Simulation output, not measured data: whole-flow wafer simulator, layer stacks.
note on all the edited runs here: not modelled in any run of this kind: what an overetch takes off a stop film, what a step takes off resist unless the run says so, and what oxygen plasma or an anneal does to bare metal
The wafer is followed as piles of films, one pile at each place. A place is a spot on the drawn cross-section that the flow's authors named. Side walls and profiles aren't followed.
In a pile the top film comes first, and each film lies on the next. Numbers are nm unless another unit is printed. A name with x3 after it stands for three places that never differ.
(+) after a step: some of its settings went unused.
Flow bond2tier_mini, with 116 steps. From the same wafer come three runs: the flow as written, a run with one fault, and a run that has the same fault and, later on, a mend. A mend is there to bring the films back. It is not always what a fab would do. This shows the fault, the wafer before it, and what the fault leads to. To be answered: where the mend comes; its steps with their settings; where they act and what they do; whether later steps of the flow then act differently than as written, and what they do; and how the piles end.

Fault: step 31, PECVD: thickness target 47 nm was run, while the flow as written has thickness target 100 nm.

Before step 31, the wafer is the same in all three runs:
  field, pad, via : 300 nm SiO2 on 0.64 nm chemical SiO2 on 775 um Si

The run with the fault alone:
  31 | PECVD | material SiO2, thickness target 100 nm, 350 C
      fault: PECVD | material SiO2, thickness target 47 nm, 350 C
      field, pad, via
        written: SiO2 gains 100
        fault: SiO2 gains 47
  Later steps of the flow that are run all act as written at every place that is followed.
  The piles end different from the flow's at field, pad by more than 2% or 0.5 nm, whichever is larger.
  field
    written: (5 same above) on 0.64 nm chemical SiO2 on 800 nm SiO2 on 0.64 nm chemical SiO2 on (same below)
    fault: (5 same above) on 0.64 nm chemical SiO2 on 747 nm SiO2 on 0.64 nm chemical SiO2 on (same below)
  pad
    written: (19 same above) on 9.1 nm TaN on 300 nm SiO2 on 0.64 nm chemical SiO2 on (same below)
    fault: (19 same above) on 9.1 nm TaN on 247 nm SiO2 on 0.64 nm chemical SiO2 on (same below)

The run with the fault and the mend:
  The mend follows step 36.
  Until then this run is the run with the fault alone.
  36a | STRIP | chemistry O2, over-ash 100% (+)
      field
        KrF resist loses 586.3 (all of it)
  36b | PECVD | material SiO2, thickness target 53 nm, 350 C (the flow's step 31 again, with other settings)
      field, pad, via
        SiO2 gains 53
  36c | COAT | KrF resist, thickness 600 nm (the flow's step 32 again)
      field, pad, via
        KrF resist gains 600 (new film)
  36d | SOFTBAKE | KrF resist (the flow's step 33 again)
      alters no film at any place that is followed
  36e | EXPOSE | photomask APAD, NA 0.6 (the flow's step 34 again)
      alters no film at any place that is followed
  36f | PEB | KrF resist (the flow's step 35 again)
      alters no film at any place that is followed
  36g | DEVELOP | developer TMAH-0.26N, 60 s (the flow's step 36 again)
      pad, via
        KrF resist loses 600 (all of it)
      field
        KrF resist loses 13.7
  Later steps of the flow that are run all act as written at every place that is followed.
  At every place that both follow, the piles at the end match the flow's.
